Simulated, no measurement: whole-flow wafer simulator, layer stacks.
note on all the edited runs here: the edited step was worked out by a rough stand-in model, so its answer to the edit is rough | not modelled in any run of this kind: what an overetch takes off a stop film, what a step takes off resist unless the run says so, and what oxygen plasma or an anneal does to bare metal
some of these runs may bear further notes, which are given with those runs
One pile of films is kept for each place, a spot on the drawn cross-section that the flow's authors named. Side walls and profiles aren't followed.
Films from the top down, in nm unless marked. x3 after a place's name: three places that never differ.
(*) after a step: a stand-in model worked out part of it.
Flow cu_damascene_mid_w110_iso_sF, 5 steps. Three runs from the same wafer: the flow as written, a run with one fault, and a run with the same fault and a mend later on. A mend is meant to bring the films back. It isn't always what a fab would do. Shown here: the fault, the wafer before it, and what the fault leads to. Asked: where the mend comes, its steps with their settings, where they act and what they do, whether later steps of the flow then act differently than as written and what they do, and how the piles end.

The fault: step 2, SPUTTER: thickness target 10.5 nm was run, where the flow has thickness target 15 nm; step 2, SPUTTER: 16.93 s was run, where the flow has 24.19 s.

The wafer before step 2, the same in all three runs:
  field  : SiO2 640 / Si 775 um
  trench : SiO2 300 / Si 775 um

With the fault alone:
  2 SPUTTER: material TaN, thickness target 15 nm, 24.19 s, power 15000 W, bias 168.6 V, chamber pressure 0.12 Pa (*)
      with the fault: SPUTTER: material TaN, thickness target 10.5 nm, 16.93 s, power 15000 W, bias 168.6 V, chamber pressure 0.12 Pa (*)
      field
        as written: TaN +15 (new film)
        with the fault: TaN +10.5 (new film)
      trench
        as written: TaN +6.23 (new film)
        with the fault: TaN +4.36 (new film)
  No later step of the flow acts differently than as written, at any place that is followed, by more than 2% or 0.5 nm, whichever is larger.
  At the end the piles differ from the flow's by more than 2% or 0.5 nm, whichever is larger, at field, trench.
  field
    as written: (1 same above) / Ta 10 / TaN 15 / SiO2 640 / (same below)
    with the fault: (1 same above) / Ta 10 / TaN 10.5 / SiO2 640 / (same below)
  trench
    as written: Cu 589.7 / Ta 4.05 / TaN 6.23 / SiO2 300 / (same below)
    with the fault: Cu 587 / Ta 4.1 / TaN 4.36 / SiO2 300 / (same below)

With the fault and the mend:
  The mend comes after step 2.
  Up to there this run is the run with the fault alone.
  2a SPUTTER: material TaN, thickness target 4.5 nm, 7.257 s, power 15000 W, bias 168.6 V, chamber pressure 0.12 Pa (*) (the flow's step 2 once more, with other settings)
      field
        TaN +4.5
      trench
        TaN +1.8
  No later step of the flow acts differently than as written, at any place that is followed, by more than 2% or 0.5 nm, whichever is larger.
  At the end the piles differ from the flow's only slightly at the places that both follow, by at most 2% or 0.5 nm, whichever is larger.
